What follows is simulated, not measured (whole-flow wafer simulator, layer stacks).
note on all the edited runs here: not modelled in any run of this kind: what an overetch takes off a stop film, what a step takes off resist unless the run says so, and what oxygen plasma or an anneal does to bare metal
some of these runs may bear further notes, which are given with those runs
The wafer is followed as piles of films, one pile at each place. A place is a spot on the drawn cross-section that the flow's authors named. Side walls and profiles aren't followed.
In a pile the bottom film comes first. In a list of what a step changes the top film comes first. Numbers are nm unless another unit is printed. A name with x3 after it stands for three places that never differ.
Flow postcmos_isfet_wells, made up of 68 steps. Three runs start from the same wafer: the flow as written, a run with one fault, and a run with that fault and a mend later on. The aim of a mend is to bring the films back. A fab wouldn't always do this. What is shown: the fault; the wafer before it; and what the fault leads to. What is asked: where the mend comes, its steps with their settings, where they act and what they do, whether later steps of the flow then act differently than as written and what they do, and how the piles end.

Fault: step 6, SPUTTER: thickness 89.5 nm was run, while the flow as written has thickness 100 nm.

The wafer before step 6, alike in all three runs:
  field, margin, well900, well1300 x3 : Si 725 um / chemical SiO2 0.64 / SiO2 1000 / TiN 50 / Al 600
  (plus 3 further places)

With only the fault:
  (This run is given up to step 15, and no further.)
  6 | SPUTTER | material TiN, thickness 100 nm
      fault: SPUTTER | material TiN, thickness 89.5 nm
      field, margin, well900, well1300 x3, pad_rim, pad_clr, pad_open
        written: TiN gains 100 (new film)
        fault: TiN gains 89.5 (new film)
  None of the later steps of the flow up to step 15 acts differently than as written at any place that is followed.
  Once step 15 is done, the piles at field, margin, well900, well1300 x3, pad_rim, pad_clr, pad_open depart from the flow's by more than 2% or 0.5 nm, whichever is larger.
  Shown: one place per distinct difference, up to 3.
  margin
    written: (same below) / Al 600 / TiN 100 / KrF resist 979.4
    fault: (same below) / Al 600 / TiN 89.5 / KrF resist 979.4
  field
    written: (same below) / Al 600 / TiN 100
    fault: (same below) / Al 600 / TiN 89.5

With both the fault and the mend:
  After step 6 comes the mend.
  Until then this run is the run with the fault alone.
  6a | ETCH | chemistry peroxide tin strip, depth target 102.9 nm
      field, margin, well900, well1300 x3, pad_rim, pad_clr, pad_open
        TiN loses 89.5 (all of it)
  6b | SPUTTER | material TiN, thickness 100 nm (the flow's step 6, run once more)
      field, margin, well900, well1300 x3, pad_rim, pad_clr, pad_open
        TiN gains 100 (new film)
  None of the later steps of the flow acts differently than as written at any place that is followed.
  By the end, the piles equal the flow's at every place that both follow.
